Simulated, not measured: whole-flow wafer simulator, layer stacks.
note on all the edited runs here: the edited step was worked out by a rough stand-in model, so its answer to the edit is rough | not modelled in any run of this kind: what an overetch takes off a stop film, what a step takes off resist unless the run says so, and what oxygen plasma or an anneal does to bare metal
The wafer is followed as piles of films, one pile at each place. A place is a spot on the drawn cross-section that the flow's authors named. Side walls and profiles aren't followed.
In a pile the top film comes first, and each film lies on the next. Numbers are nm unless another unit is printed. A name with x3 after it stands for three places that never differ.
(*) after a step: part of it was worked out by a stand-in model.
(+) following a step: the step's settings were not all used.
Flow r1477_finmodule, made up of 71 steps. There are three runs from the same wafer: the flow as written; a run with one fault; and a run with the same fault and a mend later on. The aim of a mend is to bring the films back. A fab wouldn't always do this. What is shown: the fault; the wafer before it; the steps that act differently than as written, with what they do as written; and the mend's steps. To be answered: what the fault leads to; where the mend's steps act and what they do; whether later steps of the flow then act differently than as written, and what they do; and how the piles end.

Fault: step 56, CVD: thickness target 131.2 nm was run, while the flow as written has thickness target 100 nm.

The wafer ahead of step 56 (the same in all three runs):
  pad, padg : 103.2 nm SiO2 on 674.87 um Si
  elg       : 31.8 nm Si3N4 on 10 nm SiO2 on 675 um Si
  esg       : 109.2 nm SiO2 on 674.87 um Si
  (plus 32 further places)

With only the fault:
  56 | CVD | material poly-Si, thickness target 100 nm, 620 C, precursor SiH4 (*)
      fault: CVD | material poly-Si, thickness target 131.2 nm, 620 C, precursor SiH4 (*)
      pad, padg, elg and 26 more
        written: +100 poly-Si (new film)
        fault: +131.2 poly-Si (new film)
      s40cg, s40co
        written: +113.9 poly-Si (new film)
        fault: +145.6 poly-Si (new film)
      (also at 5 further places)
  Later steps of the flow acting differently than as written (2 other steps are not shown; they differ only slightly, by no more than 2% or 0.5 nm, whichever is larger):
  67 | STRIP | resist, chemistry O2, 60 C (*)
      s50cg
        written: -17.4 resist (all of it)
        fault: -16.8 resist (all of it)
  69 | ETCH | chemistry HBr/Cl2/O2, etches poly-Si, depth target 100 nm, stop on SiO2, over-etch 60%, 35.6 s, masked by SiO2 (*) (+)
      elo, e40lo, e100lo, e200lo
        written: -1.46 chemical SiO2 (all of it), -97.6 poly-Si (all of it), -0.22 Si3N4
        fault: -1.46 chemical SiO2 (all of it), -128.8 poly-Si (all of it)
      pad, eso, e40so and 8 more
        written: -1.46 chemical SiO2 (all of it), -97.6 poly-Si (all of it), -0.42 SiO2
        fault: -1.46 chemical SiO2 (all of it), -128.8 poly-Si (all of it), -0.16 SiO2
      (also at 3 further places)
  By the end, the piles at padg, elg, esg and 15 more depart from the flow's by more than 2% or 0.5 nm, whichever is larger.
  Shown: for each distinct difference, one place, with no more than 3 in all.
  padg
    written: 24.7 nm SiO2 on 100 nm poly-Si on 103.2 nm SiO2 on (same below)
    fault: 24.7 nm SiO2 on 131.2 nm poly-Si on 103.2 nm SiO2 on (same below)
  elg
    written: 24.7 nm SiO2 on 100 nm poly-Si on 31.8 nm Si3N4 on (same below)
    fault: 24.7 nm SiO2 on 131.2 nm poly-Si on 31.8 nm Si3N4 on (same below)
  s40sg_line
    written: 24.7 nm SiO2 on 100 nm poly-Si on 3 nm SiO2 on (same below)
    fault: 24.7 nm SiO2 on 131.2 nm poly-Si on 3 nm SiO2 on (same below)

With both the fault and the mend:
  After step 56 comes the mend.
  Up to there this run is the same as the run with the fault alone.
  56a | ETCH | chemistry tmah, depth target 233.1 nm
      pad, padg, elg and 26 more
        -131.2 poly-Si (all of it)
      s40cg, s40co
        -145.6 poly-Si (all of it)
      s45cg, s45co
        -145.2 poly-Si (all of it)
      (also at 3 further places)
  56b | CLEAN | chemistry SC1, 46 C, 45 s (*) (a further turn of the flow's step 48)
      s40sg_line, s45sg_line, s50sg_line, s40so_line, s45so_line, s50so_line
        -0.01 SiO2
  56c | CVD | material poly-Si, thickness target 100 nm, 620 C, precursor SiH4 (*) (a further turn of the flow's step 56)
      pad, padg, elg and 26 more
        +100 poly-Si (new film)
      s40cg, s40co
        +113.9 poly-Si (new film)
      s45cg, s45co
        +113.4 poly-Si (new film)
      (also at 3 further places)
  Later steps of the flow that are run all act as written at every place that is followed, up to a difference of at most 2% or 0.5 nm, whichever is larger.
  At the end the piles are close to the flow's at the places that both follow, differing by at most 2% or 0.5 nm, whichever is larger.
